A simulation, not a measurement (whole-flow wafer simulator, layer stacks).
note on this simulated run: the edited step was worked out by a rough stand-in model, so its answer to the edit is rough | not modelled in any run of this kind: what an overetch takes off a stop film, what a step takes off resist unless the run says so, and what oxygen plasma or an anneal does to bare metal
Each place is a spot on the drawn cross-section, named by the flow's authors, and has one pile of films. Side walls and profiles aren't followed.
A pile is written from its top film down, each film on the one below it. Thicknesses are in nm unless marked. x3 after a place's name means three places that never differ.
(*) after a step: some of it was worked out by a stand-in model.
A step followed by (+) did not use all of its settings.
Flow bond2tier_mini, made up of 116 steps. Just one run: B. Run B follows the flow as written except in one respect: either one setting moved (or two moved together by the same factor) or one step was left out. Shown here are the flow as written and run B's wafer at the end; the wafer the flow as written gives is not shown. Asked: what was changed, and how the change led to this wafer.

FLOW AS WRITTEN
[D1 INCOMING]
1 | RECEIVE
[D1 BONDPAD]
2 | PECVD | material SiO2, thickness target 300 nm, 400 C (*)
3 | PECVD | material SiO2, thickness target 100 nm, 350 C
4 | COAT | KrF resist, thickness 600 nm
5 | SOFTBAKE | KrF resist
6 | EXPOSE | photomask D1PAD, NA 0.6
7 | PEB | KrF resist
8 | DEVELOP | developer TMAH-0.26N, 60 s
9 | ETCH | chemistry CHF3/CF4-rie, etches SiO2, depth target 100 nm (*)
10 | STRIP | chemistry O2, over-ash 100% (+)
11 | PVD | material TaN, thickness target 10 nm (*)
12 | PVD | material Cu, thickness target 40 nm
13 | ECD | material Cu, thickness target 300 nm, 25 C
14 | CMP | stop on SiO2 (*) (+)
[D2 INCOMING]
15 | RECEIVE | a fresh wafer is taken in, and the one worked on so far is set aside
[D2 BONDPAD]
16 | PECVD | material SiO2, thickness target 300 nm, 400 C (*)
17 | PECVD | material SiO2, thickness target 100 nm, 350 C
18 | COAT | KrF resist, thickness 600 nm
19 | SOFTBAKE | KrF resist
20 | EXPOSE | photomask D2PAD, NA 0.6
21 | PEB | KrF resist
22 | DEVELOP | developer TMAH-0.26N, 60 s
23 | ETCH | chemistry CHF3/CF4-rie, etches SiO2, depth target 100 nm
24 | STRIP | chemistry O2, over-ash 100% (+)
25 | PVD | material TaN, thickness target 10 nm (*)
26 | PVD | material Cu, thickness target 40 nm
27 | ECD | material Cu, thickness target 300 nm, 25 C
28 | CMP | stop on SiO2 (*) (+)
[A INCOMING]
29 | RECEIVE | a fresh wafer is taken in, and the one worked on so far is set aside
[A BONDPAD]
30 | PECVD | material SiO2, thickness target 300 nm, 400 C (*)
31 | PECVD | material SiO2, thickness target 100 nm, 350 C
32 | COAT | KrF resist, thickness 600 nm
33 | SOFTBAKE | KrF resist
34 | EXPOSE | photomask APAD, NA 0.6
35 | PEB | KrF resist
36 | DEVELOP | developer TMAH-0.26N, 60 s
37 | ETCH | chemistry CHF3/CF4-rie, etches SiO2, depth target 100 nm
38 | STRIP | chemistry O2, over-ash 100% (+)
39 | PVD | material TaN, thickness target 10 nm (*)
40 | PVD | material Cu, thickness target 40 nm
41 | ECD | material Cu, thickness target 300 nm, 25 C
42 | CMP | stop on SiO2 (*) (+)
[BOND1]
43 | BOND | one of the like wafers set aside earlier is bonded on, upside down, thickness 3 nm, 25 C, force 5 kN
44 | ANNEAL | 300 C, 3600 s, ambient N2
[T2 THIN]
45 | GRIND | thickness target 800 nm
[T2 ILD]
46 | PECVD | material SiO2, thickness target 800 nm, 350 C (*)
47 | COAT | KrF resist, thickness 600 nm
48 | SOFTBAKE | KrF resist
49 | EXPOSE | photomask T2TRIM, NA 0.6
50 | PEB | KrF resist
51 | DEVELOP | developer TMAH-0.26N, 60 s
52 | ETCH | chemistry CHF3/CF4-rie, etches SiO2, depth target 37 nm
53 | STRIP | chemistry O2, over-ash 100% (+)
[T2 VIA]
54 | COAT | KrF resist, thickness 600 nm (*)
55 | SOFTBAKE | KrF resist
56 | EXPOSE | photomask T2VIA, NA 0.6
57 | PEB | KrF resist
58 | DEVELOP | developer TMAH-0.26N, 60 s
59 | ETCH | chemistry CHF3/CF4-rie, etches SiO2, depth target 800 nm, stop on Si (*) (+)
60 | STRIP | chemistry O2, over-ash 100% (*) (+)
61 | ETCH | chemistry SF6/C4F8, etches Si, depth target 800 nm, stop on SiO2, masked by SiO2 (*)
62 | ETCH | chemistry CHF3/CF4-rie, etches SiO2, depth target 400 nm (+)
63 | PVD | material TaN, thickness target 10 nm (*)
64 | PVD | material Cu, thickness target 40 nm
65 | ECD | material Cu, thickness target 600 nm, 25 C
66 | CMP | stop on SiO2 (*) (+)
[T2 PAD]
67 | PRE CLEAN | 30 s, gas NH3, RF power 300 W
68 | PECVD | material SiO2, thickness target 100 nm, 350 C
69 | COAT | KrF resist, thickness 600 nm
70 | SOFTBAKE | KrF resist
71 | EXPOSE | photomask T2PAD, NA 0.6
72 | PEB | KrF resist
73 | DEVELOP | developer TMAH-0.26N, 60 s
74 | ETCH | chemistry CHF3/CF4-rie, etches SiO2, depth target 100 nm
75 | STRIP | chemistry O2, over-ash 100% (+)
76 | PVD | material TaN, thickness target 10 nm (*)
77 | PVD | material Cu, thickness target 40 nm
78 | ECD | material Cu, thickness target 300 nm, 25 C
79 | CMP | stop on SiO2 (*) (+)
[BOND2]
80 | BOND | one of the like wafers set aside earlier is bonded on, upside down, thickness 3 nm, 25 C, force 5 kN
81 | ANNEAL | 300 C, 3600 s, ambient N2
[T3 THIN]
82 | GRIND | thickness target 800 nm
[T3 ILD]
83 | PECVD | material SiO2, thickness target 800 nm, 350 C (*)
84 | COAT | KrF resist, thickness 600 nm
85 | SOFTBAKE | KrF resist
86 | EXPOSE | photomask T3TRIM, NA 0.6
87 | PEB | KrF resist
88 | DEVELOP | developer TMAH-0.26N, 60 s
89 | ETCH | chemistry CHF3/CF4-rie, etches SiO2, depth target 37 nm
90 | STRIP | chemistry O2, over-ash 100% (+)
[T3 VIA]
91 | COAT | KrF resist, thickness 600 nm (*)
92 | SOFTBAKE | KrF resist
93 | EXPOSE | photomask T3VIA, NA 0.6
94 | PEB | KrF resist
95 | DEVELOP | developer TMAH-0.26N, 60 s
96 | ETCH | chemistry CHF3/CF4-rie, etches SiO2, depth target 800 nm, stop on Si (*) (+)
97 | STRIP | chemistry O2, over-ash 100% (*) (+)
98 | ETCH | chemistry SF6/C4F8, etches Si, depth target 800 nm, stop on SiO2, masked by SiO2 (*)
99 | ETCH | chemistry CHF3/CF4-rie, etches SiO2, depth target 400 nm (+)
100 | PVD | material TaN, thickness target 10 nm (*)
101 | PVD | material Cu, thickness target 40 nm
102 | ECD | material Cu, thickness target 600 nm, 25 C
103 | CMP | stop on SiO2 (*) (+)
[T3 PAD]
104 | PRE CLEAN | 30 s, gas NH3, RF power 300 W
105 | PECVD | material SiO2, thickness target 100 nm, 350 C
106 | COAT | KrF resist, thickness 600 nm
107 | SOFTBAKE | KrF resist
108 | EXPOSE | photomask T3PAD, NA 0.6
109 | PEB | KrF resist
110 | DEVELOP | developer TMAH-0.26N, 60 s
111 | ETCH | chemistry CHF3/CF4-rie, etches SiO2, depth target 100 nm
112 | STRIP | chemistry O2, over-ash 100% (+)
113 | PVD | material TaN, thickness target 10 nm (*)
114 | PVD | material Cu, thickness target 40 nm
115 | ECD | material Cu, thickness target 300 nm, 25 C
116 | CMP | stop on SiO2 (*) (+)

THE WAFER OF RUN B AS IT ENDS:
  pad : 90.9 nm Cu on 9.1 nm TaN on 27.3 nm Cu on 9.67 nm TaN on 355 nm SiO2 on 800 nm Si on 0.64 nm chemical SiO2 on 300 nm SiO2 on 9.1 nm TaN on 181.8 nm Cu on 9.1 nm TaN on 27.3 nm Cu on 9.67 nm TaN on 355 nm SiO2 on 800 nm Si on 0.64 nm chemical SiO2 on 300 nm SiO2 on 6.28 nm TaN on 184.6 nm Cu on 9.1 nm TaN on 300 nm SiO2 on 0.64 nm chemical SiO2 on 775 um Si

What caused this: step 11, PVD: thickness target 6.9 nm was run, whereas the flow has thickness target 10 nm.

Step by step, how the change led to this:
  11 | PVD | material TaN, thickness target 10 nm (*)
      field: TaN gains 6.9 (new film) (it would be, as written: TaN gains 10 (new film))
      pad: TaN gains 6.28 (new film) (it would be, as written: TaN gains 9.1 (new film))
      (and at 1 other place as well)
  14 | CMP | stop on SiO2 (*) (+)
      field: Cu loses 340 (all of it), TaN loses 6.9 (all of it) (it would be, as written: Cu loses 340 (all of it), TaN loses 10 (all of it))
  43 | BOND | one of the like wafers set aside earlier is bonded on, upside down, thickness 3 nm, 25 C, force 5 kN
      pad: Si gains 775 um (new film), chemical SiO2 gains 0.64 (new film), SiO2 gains 300 (new film), TaN gains 6.28 (new film), Cu gains 93.7 (it would be, as written: Si gains 775 um (new film), chemical SiO2 gains 0.64 (new film), SiO2 gains 300 (new film), TaN gains 9.1 (new film), Cu gains 90.9)
      via: Si gains 775 um (new film), chemical SiO2 gains 0.64 (new film), SiO2 gains 300 (new film), TaN gains 6.88 (new film), Cu gains 93.1 (it would be, as written: Si gains 775 um (new film), chemical SiO2 gains 0.64 (new film), SiO2 gains 300 (new film), TaN gains 9.97 (new film), Cu gains 90)
